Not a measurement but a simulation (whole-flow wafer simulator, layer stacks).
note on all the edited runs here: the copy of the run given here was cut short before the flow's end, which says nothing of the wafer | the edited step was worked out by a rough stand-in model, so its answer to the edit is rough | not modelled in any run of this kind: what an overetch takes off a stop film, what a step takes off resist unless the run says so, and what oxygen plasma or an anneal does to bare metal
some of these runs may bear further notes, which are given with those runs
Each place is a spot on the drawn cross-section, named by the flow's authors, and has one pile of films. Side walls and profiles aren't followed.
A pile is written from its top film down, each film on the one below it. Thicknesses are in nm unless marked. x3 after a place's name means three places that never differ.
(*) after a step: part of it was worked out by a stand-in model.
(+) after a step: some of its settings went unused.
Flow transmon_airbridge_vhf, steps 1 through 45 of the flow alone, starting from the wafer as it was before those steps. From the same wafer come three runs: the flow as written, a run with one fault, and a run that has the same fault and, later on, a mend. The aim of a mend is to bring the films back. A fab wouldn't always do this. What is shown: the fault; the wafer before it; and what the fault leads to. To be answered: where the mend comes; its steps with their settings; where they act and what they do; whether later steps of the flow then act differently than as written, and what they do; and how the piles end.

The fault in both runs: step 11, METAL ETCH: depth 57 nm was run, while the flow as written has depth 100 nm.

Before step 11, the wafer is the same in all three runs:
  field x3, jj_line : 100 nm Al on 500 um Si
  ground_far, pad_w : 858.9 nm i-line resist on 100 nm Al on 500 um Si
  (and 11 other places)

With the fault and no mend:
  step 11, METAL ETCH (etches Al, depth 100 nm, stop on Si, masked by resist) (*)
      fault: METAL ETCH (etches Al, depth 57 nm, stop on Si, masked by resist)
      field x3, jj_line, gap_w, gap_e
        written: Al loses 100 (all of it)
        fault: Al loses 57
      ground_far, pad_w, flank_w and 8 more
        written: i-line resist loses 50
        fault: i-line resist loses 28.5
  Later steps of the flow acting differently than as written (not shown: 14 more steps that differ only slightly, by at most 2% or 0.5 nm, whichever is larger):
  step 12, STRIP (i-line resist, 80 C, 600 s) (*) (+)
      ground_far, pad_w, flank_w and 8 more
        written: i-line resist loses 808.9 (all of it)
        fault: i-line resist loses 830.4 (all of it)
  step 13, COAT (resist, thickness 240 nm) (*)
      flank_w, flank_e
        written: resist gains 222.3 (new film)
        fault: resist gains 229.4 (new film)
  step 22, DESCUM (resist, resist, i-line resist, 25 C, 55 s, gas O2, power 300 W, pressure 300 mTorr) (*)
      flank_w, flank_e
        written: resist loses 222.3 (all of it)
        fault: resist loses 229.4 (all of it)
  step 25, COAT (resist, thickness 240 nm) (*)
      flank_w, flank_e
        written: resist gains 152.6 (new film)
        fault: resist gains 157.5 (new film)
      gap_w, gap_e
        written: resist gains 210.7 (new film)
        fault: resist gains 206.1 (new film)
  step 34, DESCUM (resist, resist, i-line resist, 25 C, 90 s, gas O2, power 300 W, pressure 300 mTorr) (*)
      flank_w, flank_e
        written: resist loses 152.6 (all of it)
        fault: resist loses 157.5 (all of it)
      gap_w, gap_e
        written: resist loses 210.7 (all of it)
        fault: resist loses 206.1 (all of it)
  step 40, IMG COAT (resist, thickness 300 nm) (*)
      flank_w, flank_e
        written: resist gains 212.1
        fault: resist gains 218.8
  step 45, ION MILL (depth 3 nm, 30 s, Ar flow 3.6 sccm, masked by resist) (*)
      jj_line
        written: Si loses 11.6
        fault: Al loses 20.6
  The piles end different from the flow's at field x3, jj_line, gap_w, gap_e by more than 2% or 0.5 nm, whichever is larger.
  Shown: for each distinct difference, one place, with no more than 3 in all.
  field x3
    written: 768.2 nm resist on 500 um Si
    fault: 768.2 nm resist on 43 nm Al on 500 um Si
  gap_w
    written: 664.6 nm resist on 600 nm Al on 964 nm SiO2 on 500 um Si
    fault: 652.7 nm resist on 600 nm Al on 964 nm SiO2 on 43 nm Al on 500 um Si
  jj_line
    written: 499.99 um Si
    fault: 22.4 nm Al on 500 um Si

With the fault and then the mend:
  After step 11 comes the mend.
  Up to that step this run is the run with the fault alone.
  step 11a, METAL ETCH (etches Al, depth 43 nm, stop on Si, masked by resist) (*) (the flow's step 11, run once more with other settings)
      ground_far, pad_w, flank_w and 8 more
        i-line resist loses 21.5
      field x3, jj_line, gap_w, gap_e
        Al loses 43 (all of it)
  Later steps of the flow that are run all act as written at every place that is followed.
  The piles end the same as the flow's at every place that both follow.
